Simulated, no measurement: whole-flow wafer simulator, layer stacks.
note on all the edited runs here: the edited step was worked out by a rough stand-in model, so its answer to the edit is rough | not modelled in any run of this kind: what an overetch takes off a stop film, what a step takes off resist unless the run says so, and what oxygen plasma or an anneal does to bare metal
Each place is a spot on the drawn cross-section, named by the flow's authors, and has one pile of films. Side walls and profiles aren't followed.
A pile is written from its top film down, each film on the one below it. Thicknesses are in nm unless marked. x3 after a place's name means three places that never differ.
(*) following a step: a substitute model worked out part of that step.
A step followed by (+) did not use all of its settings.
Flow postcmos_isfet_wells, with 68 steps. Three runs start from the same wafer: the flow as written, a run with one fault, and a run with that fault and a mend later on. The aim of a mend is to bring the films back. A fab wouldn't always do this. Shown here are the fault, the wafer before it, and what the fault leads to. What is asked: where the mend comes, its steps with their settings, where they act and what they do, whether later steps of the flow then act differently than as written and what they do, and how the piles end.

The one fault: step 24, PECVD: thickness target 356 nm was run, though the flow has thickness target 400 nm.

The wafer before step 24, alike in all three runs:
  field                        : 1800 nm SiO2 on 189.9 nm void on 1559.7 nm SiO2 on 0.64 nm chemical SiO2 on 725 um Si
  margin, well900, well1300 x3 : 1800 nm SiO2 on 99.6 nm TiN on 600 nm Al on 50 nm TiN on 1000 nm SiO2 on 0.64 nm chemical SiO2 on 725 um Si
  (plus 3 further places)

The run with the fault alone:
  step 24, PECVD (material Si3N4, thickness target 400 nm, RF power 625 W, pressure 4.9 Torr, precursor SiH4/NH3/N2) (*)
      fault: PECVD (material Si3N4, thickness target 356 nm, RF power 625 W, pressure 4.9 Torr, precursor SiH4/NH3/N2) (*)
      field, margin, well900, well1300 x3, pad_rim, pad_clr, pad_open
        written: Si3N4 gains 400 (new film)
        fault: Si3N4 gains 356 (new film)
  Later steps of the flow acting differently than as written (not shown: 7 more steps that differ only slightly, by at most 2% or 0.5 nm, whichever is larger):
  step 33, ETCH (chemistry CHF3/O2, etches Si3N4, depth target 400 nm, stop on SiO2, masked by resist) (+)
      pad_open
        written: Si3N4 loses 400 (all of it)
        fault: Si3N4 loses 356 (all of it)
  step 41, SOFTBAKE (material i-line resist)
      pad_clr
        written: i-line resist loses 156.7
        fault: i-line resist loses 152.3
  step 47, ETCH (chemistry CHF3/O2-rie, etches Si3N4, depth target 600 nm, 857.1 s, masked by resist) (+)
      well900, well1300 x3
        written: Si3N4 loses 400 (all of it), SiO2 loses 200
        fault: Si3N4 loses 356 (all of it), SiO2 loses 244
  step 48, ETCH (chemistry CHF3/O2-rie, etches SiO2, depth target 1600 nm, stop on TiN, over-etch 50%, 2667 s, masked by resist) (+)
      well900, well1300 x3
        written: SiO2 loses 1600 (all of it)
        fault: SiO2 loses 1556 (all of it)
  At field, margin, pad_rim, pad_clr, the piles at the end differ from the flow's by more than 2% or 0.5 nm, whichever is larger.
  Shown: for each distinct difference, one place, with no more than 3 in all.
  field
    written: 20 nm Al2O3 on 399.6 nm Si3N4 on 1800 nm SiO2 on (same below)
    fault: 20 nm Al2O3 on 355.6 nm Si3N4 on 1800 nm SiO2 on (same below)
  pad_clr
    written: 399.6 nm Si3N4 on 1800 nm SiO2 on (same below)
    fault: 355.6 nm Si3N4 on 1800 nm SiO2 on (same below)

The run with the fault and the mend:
  The mend follows step 32.
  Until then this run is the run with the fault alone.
  step 32a, STRIP (chemistry O2, 600 s) (*) (+)
      field, margin, well900, well1300 x3, pad_rim, pad_clr
        KrF resist loses 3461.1 (all of it)
  step 32b, PECVD (material Si3N4, thickness target 44 nm, RF power 625 W, pressure 4.9 Torr, precursor SiH4/NH3/N2) (a further turn of the flow's step 24, with different settings)
      field, margin, well900, well1300 x3, pad_rim, pad_clr, pad_open
        Si3N4 gains 44
  step 32c, HMDS (30 s) (a further turn of the flow's step 26)
      leaves every film unchanged at each place that is followed
  step 32d, COAT (KrF resist, thickness 3500 nm) (a further turn of the flow's step 27)
      field, margin, well900, well1300 x3, pad_rim, pad_clr, pad_open
        KrF resist gains 3500 (new film)
  step 32e, SOFTBAKE (material KrF resist) (a further turn of the flow's step 28)
      leaves every film unchanged at each place that is followed
  step 32f, EBR (a further turn of the flow's step 29)
      leaves every film unchanged at each place that is followed
  step 32g, EXPOSE (photomask PAD, dose 67.86 mJ/cm2, NA 0.55, wavelength 248 nm) (*) (a further turn of the flow's step 30)
      leaves every film unchanged at each place that is followed
  step 32h, PEB (a further turn of the flow's step 31)
      field, margin, well900, well1300 x3, pad_rim, pad_clr, pad_open
        KrF resist loses 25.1
  step 32i, DEVELOP (thickness 3500 nm, 60 s) (a further turn of the flow's step 32)
      field, margin, well900, well1300 x3, pad_rim, pad_clr
        KrF resist loses 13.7
      pad_open
        KrF resist loses 3474.9 (all of it)
  None of the later steps of the flow acts differently than as written at any place that is followed.
  By the end, the piles equal the flow's at every place that both follow.
